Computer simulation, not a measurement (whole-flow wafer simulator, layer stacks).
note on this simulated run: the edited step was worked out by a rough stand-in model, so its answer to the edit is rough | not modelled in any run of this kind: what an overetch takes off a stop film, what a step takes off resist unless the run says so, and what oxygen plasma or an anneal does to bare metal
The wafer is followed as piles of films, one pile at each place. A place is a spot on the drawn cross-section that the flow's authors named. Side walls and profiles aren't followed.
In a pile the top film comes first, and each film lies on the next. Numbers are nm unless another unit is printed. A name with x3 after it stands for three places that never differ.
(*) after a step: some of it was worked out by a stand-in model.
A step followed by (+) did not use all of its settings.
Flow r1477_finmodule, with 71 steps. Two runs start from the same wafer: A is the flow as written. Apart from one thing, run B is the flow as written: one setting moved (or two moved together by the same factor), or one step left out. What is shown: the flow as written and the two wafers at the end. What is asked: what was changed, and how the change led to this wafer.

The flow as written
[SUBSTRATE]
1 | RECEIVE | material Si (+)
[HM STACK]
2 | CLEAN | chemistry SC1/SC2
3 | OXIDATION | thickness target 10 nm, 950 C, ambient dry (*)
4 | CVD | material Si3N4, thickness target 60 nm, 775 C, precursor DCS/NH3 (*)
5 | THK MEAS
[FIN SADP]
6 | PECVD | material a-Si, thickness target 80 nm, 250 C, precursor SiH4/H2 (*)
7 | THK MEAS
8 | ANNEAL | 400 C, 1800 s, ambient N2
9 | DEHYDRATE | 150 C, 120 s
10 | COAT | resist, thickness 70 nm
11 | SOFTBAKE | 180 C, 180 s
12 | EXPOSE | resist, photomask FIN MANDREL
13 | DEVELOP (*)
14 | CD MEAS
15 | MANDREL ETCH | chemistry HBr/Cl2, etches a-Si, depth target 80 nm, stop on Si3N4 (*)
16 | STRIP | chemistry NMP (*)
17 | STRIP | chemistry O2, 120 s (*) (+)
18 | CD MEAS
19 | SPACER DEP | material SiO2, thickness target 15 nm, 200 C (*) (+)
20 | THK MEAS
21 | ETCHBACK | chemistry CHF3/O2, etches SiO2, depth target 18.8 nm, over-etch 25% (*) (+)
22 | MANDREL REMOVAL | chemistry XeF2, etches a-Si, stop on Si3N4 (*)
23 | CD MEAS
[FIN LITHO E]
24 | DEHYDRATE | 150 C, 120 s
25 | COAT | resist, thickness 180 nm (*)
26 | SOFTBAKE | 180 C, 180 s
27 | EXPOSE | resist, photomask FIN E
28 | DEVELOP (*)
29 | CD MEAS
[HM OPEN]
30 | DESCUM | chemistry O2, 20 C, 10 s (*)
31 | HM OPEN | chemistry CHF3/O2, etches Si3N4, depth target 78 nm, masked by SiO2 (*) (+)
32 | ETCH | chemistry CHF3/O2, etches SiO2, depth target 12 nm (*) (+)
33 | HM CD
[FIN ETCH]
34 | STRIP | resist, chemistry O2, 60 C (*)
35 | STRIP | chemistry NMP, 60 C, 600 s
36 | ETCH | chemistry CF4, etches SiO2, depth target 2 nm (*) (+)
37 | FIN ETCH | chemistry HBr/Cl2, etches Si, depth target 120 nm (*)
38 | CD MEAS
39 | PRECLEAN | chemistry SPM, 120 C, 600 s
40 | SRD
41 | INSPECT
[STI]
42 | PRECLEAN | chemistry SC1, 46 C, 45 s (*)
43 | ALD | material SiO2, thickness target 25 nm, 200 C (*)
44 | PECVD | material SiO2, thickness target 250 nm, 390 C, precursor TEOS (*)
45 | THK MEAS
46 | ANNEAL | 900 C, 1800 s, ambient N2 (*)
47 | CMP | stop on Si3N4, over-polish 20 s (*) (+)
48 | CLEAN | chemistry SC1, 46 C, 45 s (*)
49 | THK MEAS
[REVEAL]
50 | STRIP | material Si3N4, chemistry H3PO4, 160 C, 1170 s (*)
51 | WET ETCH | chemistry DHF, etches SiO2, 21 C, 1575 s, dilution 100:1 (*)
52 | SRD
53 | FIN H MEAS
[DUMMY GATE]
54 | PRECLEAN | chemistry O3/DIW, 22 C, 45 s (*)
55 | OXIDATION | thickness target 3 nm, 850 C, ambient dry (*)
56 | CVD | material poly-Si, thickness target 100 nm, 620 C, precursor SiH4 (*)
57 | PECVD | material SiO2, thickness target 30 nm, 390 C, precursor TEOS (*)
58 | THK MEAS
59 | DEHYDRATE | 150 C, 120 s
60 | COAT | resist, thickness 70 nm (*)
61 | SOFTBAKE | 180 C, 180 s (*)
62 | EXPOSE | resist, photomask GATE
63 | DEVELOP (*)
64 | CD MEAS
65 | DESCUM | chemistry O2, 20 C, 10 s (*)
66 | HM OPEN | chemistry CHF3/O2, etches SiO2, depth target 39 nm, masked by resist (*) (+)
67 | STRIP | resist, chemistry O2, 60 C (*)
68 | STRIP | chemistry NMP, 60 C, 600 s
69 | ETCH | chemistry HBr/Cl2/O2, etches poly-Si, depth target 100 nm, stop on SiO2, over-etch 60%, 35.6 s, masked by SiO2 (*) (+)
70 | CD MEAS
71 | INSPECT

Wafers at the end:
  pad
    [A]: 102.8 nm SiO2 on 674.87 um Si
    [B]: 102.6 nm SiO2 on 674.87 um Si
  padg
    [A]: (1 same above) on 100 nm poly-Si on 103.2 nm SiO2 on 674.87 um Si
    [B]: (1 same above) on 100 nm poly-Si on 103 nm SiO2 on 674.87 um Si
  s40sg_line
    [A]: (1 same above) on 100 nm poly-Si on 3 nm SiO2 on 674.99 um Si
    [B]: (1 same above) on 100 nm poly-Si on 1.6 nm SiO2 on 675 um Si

Cause: step 55, OXIDATION: thickness target 1.6 nm was run, while the flow as written has thickness target 3 nm.
The wafer itself shows it: s40sg_line has SiO2 1.6, and step 55 as written asks for 3 nm.

Step by step, how the change led to this:
  55 | OXIDATION | thickness target 3 nm, 850 C, ambient dry (*)
      s40sg_line, s45sg_line, s50sg_line, s40so_line, s45so_line, s50so_line: A SiO2 gains 3 (new film), chemical SiO2 loses 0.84 (all of it), Si loses 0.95 | B SiO2 gains 1.6 (new film), chemical SiO2 loses 0.84 (all of it), Si loses 0.33
